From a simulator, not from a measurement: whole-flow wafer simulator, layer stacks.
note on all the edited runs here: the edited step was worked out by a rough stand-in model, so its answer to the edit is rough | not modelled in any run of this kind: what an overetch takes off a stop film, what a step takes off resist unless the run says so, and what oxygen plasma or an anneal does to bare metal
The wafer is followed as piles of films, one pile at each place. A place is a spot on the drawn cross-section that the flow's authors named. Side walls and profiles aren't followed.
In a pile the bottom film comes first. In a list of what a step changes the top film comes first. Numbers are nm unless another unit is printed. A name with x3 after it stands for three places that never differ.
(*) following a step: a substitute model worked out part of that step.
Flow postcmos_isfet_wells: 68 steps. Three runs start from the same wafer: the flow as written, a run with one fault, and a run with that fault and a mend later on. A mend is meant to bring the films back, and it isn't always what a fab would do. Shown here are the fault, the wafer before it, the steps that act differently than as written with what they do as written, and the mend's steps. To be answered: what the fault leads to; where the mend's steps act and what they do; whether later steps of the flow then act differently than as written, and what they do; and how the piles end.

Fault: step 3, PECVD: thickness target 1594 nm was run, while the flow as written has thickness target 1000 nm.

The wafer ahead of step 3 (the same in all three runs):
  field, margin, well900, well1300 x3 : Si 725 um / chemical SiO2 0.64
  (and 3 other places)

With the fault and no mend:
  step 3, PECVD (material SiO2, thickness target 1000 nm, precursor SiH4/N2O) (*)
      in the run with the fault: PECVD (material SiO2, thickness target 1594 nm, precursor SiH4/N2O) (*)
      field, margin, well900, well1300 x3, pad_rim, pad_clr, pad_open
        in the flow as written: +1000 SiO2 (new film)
        in the run with the fault: +1594 SiO2 (new film)
  None of the later steps of the flow acts differently than as written at any place that is followed.
  The piles end different from the flow's at field, margin, well900, well1300 x3, pad_rim, pad_clr, pad_open by more than 2% or 0.5 nm, whichever is larger.
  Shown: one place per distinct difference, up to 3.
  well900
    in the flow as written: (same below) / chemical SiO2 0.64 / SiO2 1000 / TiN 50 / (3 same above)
    in the run with the fault: (same below) / chemical SiO2 0.64 / SiO2 1594 / TiN 50 / (3 same above)
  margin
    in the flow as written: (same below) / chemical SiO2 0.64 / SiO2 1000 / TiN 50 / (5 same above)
    in the run with the fault: (same below) / chemical SiO2 0.64 / SiO2 1594 / TiN 50 / (5 same above)
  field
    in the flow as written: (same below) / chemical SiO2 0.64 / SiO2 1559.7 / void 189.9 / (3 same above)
    in the run with the fault: (same below) / chemical SiO2 0.64 / SiO2 2153.7 / void 189.9 / (3 same above)

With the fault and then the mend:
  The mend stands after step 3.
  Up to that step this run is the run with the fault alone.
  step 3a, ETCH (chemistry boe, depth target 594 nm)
      field, margin, well900, well1300 x3, pad_rim, pad_clr, pad_open
        -594 SiO2
  None of the later steps of the flow acts differently than as written at any place that is followed.
  At every place that both follow, the piles at the end match the flow's.
